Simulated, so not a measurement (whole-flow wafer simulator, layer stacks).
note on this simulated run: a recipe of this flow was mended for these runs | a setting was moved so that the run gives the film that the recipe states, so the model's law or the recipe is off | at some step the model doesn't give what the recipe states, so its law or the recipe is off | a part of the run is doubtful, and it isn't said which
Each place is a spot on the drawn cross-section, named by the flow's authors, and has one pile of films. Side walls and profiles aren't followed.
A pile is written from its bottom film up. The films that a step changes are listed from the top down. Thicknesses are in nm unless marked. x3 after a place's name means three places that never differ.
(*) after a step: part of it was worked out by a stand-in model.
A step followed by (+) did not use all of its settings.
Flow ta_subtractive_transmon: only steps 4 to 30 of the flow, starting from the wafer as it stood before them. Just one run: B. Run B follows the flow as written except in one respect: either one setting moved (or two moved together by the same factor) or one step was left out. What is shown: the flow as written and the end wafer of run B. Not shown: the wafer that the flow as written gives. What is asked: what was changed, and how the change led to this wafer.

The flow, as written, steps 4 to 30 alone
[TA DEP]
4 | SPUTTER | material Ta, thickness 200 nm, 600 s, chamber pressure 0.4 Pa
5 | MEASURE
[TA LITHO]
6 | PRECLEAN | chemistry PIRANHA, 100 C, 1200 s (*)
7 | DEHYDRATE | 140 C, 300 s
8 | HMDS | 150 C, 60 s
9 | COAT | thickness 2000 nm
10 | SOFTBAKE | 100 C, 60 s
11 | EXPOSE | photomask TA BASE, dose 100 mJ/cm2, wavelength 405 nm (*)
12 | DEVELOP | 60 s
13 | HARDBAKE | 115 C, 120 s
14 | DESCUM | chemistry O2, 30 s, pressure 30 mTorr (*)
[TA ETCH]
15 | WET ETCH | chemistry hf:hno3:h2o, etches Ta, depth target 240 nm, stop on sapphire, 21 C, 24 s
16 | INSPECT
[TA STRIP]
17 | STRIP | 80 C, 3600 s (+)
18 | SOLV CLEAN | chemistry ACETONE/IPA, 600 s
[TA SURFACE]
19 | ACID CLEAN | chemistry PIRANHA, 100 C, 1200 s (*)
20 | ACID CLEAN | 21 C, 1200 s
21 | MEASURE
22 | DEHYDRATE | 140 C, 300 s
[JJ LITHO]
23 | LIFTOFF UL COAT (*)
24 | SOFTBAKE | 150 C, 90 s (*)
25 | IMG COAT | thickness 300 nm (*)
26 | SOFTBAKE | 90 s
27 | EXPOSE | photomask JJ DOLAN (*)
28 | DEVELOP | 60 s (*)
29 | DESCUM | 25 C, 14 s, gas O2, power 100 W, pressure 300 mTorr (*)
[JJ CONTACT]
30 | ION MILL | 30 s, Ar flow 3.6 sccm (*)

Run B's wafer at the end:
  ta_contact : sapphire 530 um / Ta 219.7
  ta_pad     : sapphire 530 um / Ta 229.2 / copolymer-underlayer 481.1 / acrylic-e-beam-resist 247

The reason: step 4, SPUTTER: thickness 230 nm was run, while the flow as written has thickness 200 nm; step 4, SPUTTER: 690 s was run, where the flow has 600 s.

The path from the change to this, step by step:
  4 | SPUTTER | material Ta, thickness 200 nm, 600 s, chamber pressure 0.4 Pa
      field x2, jj_line, lead, ta_contact, ta_pad: +230 Ta (new film) (in the flow as written it would be: +200 Ta (new film))
  15 | WET ETCH | chemistry hf:hno3:h2o, etches Ta, depth target 240 nm, stop on sapphire, 21 C, 24 s
      field x2, jj_line, lead: -229.7 Ta (all of it) (in the flow as written it would be: -199.7 Ta (all of it))
